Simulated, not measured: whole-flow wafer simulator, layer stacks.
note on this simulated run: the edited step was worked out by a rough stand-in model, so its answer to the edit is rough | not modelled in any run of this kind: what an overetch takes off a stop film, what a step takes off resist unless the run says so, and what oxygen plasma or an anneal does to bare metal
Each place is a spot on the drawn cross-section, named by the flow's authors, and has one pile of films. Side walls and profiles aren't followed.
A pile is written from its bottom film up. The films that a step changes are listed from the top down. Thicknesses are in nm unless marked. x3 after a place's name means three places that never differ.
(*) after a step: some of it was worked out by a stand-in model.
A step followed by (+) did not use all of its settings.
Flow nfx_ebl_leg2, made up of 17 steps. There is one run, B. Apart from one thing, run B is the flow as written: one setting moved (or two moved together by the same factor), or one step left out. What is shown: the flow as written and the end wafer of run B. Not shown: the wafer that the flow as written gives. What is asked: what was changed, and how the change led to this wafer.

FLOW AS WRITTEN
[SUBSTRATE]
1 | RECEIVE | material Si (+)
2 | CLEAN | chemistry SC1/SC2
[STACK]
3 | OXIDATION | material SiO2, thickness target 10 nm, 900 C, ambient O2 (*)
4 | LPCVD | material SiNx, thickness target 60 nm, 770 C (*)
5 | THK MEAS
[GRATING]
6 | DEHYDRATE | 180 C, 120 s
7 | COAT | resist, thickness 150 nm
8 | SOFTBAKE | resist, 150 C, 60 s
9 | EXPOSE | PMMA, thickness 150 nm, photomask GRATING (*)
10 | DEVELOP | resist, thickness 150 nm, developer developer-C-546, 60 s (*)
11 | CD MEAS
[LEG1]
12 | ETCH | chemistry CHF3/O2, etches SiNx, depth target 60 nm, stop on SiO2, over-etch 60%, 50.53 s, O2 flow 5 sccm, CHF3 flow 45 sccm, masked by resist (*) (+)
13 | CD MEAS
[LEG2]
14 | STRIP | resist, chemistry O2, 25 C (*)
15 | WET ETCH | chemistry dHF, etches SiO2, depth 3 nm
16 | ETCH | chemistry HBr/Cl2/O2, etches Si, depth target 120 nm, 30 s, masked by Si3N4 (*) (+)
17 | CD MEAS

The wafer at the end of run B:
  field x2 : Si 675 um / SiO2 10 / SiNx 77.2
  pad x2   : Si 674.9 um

The reason: step 4, LPCVD: thickness target 84 nm was run, while the flow as written has thickness target 60 nm.

Step by step, how the change led to this:
  4 | LPCVD | material SiNx, thickness target 60 nm, 770 C (*)
      field x2, pad x2: SiNx gains 84 (new film) (as written it would have been: SiNx gains 60 (new film))
  12 | ETCH | chemistry CHF3/O2, etches SiNx, depth target 60 nm, stop on SiO2, over-etch 60%, 50.53 s, O2 flow 5 sccm, CHF3 flow 45 sccm, masked by resist (*) (+)
      pad x2: SiNx loses 84 (all of it), SiO2 loses 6 (as written it would have been: SiNx loses 60 (all of it), SiO2 loses 10 (all of it))
  14 | STRIP | resist, chemistry O2, 25 C (*)
      pad x2: nothing (as written it would have been: chemical SiO2 gains 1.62 (new film), Si loses 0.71)
  15 | WET ETCH | chemistry dHF, etches SiO2, depth 3 nm
      pad x2: SiO2 loses 3 (as written it would have been: chemical SiO2 loses 1.62 (all of it))
  16 | ETCH | chemistry HBr/Cl2/O2, etches Si, depth target 120 nm, 30 s, masked by Si3N4 (*) (+)
      pad x2: SiO2 loses 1 (all of it), Si loses 100 (as written it would have been: Si loses 120)
